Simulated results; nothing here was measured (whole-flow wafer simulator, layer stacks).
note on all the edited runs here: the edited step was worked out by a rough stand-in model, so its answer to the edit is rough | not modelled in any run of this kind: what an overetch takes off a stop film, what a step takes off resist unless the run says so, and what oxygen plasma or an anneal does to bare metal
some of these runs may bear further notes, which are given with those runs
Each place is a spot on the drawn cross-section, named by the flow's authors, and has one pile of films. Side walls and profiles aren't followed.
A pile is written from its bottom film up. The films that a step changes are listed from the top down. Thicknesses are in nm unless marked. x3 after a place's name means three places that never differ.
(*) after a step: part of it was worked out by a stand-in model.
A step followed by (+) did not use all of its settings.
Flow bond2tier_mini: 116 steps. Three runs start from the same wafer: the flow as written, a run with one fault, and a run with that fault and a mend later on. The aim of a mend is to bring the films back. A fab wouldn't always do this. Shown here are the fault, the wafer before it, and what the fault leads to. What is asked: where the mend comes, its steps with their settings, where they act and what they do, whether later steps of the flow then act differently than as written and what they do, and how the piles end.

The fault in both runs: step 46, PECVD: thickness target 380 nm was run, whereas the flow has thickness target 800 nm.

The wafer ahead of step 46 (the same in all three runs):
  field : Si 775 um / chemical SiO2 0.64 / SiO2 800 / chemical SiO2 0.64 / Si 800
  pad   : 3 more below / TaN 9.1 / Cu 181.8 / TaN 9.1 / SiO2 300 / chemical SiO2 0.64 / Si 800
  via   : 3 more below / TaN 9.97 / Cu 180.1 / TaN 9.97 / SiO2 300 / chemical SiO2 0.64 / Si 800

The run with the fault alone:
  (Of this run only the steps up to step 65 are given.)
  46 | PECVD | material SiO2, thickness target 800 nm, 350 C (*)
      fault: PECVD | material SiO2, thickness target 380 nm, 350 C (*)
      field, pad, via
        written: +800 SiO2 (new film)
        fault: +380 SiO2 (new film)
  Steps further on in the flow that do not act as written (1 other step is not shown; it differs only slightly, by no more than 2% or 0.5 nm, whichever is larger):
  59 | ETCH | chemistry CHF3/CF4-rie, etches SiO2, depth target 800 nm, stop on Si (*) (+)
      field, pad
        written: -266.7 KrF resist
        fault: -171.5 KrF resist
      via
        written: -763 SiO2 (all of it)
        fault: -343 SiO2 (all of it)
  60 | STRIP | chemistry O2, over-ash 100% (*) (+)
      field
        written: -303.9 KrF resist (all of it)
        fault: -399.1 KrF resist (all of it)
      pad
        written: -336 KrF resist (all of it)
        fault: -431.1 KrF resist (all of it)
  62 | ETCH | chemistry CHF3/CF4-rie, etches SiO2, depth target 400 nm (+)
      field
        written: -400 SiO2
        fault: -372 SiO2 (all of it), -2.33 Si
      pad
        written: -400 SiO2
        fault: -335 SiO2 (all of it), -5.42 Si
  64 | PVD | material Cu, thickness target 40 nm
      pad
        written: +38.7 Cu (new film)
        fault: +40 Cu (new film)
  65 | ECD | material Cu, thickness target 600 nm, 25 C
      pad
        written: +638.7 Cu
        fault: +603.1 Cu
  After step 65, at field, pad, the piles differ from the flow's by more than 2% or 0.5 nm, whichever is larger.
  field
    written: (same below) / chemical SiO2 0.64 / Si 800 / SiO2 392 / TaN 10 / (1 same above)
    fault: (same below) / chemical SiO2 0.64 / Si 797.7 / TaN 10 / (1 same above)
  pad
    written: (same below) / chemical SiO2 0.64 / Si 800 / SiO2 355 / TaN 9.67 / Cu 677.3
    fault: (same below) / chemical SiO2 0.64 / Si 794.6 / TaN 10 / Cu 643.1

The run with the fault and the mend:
  The mend stands after step 51.
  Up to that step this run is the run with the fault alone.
  51a | STRIP | chemistry O2, over-ash 100% (+)
      field
        -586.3 KrF resist (all of it)
  51b | PECVD | material SiO2, thickness target 420 nm, 350 C (*) (a further turn of the flow's step 46, with different settings)
      field, pad, via
        +420 SiO2
  51c | COAT | KrF resist, thickness 600 nm (a further turn of the flow's step 47)
      field, pad, via
        +600 KrF resist (new film)
  51d | SOFTBAKE | KrF resist (a further turn of the flow's step 48)
      does not change any film at any place that is followed
  51e | EXPOSE | photomask T2TRIM, NA 0.6 (a further turn of the flow's step 49)
      does not change any film at any place that is followed
  51f | PEB | KrF resist (a further turn of the flow's step 50)
      does not change any film at any place that is followed
  51g | DEVELOP | developer TMAH-0.26N, 60 s (a further turn of the flow's step 51)
      pad, via
        -600 KrF resist (all of it)
      field
        -13.7 KrF resist
  None of the later steps of the flow acts differently than as written at any place that is followed.
  At every place that both follow, the piles at the end match the flow's.
